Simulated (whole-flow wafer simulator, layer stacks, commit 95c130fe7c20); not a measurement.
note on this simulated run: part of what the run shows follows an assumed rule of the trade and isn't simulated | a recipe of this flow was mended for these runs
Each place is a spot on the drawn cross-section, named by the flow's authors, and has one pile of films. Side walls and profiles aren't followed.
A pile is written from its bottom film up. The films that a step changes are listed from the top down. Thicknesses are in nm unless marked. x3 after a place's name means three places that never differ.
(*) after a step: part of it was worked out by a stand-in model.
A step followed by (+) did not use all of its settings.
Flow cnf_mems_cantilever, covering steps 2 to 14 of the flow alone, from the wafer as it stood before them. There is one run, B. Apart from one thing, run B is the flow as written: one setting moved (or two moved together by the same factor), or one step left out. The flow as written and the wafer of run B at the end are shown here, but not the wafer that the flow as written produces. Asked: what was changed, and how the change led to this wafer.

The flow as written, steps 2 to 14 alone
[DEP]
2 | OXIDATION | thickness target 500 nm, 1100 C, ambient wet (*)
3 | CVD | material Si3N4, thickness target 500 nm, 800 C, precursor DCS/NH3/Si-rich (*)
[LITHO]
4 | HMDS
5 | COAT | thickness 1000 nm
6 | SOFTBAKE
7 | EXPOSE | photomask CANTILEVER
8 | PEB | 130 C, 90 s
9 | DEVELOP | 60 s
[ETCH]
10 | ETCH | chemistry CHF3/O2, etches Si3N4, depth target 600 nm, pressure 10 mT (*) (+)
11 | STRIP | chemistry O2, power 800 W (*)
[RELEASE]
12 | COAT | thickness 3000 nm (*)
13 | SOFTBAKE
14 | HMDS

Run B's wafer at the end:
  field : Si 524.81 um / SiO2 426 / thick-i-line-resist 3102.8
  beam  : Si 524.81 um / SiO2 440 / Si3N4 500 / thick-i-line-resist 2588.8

Cause: step 2, OXIDATION: thickness target 440 nm was run, while the flow as written has thickness target 500 nm; step 10, ETCH: depth target 528 nm was run, where the flow has depth target 600 nm.
The wafer lets one read it off: beam has SiO2 440, and step 2 as written asks for 500 nm.

Step by step, how the change led to this:
  2 | OXIDATION | thickness target 500 nm, 1100 C, ambient wet (*)
      field, beam: SiO2 gains 440 (new film), chemical SiO2 loses 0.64 (all of it), Si loses 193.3 (as written it would have been: SiO2 gains 500 (new film), chemical SiO2 loses 0.64 (all of it), Si loses 219.7)
  10 | ETCH | chemistry CHF3/O2, etches Si3N4, depth target 600 nm, pressure 10 mT (*) (+)
      field: Si3N4 loses 500 (all of it), SiO2 loses 14 (as written it would have been: Si3N4 loses 500 (all of it), SiO2 loses 50)
      beam: KrF-resist loses 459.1 (as written it would have been: KrF-resist loses 521.7)
  11 | STRIP | chemistry O2, power 800 W (*)
      beam: KrF-resist loses 523.5 (all of it) (as written it would have been: KrF-resist loses 460.9 (all of it))
  13 | SOFTBAKE
      field: thick-i-line-resist gains 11 (as written it would have been: thick-i-line-resist gains 11.9)
      beam: thick-i-line-resist loses 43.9 (as written it would have been: thick-i-line-resist loses 47.6)
